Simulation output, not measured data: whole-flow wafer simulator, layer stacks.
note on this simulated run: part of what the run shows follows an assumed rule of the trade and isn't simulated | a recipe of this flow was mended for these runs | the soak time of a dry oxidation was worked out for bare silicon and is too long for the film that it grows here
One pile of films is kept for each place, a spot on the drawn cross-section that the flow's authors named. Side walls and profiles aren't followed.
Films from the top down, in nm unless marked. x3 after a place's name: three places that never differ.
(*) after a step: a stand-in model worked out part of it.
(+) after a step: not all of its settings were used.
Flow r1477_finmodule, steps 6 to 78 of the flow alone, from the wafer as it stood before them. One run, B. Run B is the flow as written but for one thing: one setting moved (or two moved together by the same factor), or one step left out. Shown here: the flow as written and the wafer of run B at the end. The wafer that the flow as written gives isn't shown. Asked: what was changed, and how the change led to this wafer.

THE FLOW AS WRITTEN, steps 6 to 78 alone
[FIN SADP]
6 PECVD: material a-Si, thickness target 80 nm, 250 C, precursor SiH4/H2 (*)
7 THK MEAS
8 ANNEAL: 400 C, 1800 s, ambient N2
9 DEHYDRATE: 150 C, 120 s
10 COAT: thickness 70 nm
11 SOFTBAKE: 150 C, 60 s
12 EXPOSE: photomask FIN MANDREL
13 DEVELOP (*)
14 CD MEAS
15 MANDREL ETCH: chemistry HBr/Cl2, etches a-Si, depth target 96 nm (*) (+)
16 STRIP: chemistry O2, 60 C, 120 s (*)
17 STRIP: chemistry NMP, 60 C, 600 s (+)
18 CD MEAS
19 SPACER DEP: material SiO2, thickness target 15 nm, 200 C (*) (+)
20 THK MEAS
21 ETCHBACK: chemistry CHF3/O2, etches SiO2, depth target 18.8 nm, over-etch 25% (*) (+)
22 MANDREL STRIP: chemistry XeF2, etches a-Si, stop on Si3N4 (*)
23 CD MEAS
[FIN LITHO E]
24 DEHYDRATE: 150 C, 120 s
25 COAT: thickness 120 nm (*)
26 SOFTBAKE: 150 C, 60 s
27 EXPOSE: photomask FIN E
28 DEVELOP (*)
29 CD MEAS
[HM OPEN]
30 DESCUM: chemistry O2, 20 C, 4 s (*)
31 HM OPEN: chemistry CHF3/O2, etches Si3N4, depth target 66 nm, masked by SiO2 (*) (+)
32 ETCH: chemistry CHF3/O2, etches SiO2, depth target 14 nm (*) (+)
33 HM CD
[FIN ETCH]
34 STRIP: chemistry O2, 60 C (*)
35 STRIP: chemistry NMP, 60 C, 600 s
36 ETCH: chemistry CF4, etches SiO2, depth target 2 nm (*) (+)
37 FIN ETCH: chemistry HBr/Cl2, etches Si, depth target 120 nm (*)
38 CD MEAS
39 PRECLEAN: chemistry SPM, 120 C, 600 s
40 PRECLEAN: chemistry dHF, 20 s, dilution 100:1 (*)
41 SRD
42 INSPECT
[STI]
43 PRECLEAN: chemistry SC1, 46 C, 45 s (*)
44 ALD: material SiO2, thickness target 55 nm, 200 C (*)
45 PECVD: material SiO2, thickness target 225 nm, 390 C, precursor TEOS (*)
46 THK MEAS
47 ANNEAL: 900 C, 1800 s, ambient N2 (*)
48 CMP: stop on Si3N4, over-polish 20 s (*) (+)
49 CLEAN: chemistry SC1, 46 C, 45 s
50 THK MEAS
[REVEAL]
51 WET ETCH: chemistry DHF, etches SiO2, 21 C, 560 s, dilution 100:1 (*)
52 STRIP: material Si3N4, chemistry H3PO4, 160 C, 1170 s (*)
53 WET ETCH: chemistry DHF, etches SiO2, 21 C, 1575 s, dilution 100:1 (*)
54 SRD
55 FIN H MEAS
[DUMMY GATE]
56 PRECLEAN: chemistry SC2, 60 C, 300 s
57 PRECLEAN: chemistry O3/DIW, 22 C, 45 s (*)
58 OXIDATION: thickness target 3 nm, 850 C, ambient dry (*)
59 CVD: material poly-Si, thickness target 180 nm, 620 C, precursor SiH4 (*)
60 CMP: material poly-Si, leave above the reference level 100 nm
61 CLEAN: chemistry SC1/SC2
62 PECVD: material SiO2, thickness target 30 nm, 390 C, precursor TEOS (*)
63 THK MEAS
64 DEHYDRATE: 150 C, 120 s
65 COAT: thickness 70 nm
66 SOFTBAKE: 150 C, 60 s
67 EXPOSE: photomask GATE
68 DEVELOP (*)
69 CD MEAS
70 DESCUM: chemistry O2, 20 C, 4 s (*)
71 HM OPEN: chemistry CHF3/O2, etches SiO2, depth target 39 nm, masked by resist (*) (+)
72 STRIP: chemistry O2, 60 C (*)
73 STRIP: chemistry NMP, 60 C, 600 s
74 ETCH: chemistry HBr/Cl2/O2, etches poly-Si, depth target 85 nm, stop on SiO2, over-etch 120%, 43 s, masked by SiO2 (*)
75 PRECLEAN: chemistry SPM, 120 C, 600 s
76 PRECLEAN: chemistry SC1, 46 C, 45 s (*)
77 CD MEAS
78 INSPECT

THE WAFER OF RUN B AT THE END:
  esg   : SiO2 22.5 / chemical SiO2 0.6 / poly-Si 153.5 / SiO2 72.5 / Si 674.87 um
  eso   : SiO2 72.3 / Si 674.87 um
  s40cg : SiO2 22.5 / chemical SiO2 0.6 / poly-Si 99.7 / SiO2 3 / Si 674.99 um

The cause: step 22, MANDREL STRIP: chemistry XeF2, etches a-Si, stop on Si3N4 (*), was left out.

How the change led to this, step by step:
  25 COAT: thickness 120 nm (*)
      s40cg, s40co: e-beam-resist +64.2 (new film) (as written it would be: e-beam-resist +136.7 (new film))
      s40sg, s40so: e-beam-resist +149.1 (new film) (as written it would be: e-beam-resist +142.6 (new film))
      (and at 8 more places)
  28 DEVELOP (*)
      s40cg, s40co: e-beam-resist -64.2 (all of it) (as written it would be: e-beam-resist -136.7 (all of it))
      s40sg, s40so: e-beam-resist -149.1 (all of it) (as written it would be: e-beam-resist -142.6 (all of it))
      (and at 8 more places)
  31 HM OPEN: chemistry CHF3/O2, etches Si3N4, depth target 66 nm, masked by SiO2 (*) (+)
      s40cg, s45cg, s50cg, s40co, s45co, s50co: a-Si -22 (as written it would be: Si3N4 -60 (all of it), SiO2 -3)
  32 ETCH: chemistry CHF3/O2, etches SiO2, depth target 14 nm (*) (+)
      s40cg, s45cg, s50cg, s40co, s45co, s50co: a-Si -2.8 (as written it would be: SiO2 -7 (all of it), Si -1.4)
  34 STRIP: chemistry O2, 60 C (*)
      s40cg, s45cg, s50cg, s40co, s45co, s50co: chemical SiO2 +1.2 (new film), a-Si -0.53 (as written it would be: chemical SiO2 +1.2 (new film), Si -0.53)
  36 ETCH: chemistry CF4, etches SiO2, depth target 2 nm (*) (+)
      elg x4, elo x4: nothing (as written it would be: Si3N4 -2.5)
      s40cg, s45cg, s50cg, s40co, s45co, s50co: chemical SiO2 -1.2 (all of it), a-Si -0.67 (as written it would be: chemical SiO2 -1.2 (all of it), Si -0.67)
  37 FIN ETCH: chemistry HBr/Cl2, etches Si, depth target 120 nm (*)
      s40cg, s45cg, s50cg, s40co, s45co, s50co: a-Si -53 (all of it), Si3N4 -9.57 (as written it would be: Si -120)
  39 PRECLEAN: chemistry SPM, 120 C, 600 s
      s40cg, s45cg, s50cg, s40co, s45co, s50co: nothing (as written it would be: chemical SiO2 +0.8 (new film), Si -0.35)
  40 PRECLEAN: chemistry dHF, 20 s, dilution 100:1 (*)
      s40cg, s45cg, s50cg, s40co, s45co, s50co: Si3N4 -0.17 (as written it would be: chemical SiO2 -0.8 (all of it))
  43 PRECLEAN: chemistry SC1, 46 C, 45 s (*)
      s40cg, s45cg, s50cg, s40co, s45co, s50co: nothing (as written it would be: chemical SiO2 +0.48 (new film), Si -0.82)
  44 ALD: material SiO2, thickness target 55 nm, 200 C (*)
      s40cg, s45cg, s50cg, s40co, s45co, s50co: SiO2 +55 (new film) (as written it would be: SiO2 +263.2 (new film))
      s40sg, s45sg, s50sg, s40so, s45so, s50so: SiO2 +239.2 (new film) (as written it would be: SiO2 +263.8 (new film))
  48 CMP: stop on Si3N4, over-polish 20 s (*) (+)
      s40cg, s45cg, s50cg, s40co, s45co, s50co: SiO2 -269.9 (all of it), Si3N4 -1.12 (as written it would be: SiO2 -288.1)
      elg x4, esg, e40sg and 10 more: SiO2 -257.5 (as written it would be: SiO2 -247.6)
      (and at 8 more places)
  51 WET ETCH: chemistry DHF, etches SiO2, 21 C, 560 s, dilution 100:1 (*)
      s40cg, s45cg, s50cg, s40co, s45co, s50co: Si3N4 -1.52 (as written it would be: SiO2 -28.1)
      elg x4, elo x4: SiO2 -12.3 (all of it), Si3N4 -0.91 (as written it would be: SiO2 -22.3 (all of it), Si3N4 -0.41)
  52 STRIP: material Si3N4, chemistry H3PO4, 160 C, 1170 s (*)
      s40cg, s45cg, s50cg, s40co, s45co, s50co: Si3N4 -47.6 (all of it), SiO2 -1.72 (as written it would be: SiO2 -4.28)
      elg x4, elo x4: Si3N4 -35.9 (all of it), SiO2 -2.09 (as written it would be: Si3N4 -33.9 (all of it), SiO2 -2.15)
  53 WET ETCH: chemistry DHF, etches SiO2, 21 C, 1575 s, dilution 100:1 (*)
      s40cg, s45cg, s50cg, s40co, s45co, s50co: SiO2 -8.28 (all of it) (as written it would be: SiO2 -79.1)
  57 PRECLEAN: chemistry O3/DIW, 22 C, 45 s (*)
      s40cg, s45cg, s50cg, s40co, s45co, s50co: chemical SiO2 +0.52, Si -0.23 (as written it would be: nothing)
  ... 3 more steps ...
  74 ETCH: chemistry HBr/Cl2/O2, etches poly-Si, depth target 85 nm, stop on SiO2, over-etch 120%, 43 s, masked by SiO2 (*)
      eso, e40so, e100so, e200so, s40so, s45so, s50so: chemical SiO2 -1.12 (all of it), poly-Si -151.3 (all of it), SiO2 -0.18 (as written it would be: chemical SiO2 -1.12 (all of it), poly-Si -143.9 (all of it), SiO2 -0.22)
      s40co, s45co, s50co: chemical SiO2 -1.12 (all of it), poly-Si -97.6 (all of it), SiO2 -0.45 (as written it would be: chemical SiO2 -1.12 (all of it), poly-Si -143.9 (all of it), SiO2 -0.22)
      (and at 1 more place)
